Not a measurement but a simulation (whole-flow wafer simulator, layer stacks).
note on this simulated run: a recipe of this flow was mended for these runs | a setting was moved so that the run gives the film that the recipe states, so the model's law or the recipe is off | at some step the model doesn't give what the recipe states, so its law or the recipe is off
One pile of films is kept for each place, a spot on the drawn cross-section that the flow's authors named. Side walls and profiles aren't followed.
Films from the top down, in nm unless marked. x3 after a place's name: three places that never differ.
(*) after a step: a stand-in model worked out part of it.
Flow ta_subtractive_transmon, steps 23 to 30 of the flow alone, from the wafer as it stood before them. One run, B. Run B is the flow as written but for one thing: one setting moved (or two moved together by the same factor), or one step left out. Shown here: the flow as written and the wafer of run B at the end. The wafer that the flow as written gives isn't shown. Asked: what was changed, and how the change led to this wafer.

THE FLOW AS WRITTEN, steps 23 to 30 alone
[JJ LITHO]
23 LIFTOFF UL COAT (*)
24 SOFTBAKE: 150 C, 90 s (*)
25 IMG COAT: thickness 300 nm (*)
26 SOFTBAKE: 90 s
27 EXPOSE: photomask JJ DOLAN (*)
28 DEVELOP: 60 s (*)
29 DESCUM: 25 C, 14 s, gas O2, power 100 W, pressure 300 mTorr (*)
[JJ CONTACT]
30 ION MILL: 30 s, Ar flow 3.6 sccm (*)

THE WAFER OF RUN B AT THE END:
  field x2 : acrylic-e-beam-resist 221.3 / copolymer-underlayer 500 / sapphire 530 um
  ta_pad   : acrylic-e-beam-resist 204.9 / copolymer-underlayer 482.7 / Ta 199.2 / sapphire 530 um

The cause: step 25, IMG COAT: thickness 253 nm was run, where the flow has thickness 300 nm.

How the change led to this, step by step:
  25 IMG COAT: thickness 300 nm (*)
      field x2, jj_line: acrylic-e-beam-resist +253 (new film) (as written it would be: acrylic-e-beam-resist +300 (new film))
      lead: acrylic-e-beam-resist +264.2 (new film) (as written it would be: acrylic-e-beam-resist +312.5 (new film))
      (and at 2 more places)
  28 DEVELOP: 60 s (*)
      jj_line: acrylic-e-beam-resist -253 (all of it), copolymer-underlayer -500 (all of it) (as written it would be: acrylic-e-beam-resist -300 (all of it), copolymer-underlayer -500 (all of it))
      lead: acrylic-e-beam-resist -264.2 (all of it), copolymer-underlayer -554.7 (all of it) (as written it would be: acrylic-e-beam-resist -312.5 (all of it), copolymer-underlayer -554.7 (all of it))
      (and at 1 more place)
